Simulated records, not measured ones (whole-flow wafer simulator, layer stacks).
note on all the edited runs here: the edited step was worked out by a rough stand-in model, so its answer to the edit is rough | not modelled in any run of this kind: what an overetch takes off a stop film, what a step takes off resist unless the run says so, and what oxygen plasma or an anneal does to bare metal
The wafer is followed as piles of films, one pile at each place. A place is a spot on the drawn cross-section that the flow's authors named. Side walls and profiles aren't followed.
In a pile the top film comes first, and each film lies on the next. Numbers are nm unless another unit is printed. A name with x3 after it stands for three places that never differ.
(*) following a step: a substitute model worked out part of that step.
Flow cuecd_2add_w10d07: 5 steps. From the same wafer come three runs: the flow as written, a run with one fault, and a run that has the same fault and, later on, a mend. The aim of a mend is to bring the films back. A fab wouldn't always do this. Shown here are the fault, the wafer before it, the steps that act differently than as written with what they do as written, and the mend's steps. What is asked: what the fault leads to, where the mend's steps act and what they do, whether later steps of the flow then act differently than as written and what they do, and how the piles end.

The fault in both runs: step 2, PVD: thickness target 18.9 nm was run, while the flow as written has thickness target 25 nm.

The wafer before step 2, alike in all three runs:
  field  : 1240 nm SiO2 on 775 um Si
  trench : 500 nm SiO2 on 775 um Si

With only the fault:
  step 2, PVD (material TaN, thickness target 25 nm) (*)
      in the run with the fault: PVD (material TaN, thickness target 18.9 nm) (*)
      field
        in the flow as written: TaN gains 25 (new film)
        in the run with the fault: TaN gains 18.9 (new film)
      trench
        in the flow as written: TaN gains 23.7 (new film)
        in the run with the fault: TaN gains 17.9 (new film)
  Every later step of the flow that is run acts as written at every place that is followed.
  At field, trench, the piles at the end differ from the flow's by more than 2% or 0.5 nm, whichever is larger.
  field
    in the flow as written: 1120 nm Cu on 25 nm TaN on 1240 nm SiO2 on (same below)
    in the run with the fault: 1120 nm Cu on 18.9 nm TaN on 1240 nm SiO2 on (same below)
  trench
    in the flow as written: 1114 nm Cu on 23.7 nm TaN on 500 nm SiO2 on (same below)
    in the run with the fault: 1114 nm Cu on 17.9 nm TaN on 500 nm SiO2 on (same below)

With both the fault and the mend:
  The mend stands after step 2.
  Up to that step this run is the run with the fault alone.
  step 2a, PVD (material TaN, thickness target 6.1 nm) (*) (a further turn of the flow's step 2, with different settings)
      field
        TaN gains 6.1
      trench
        TaN gains 5.77
  Every later step of the flow that is run acts as written at every place that is followed.
  The piles end the same as the flow's at every place that both follow.
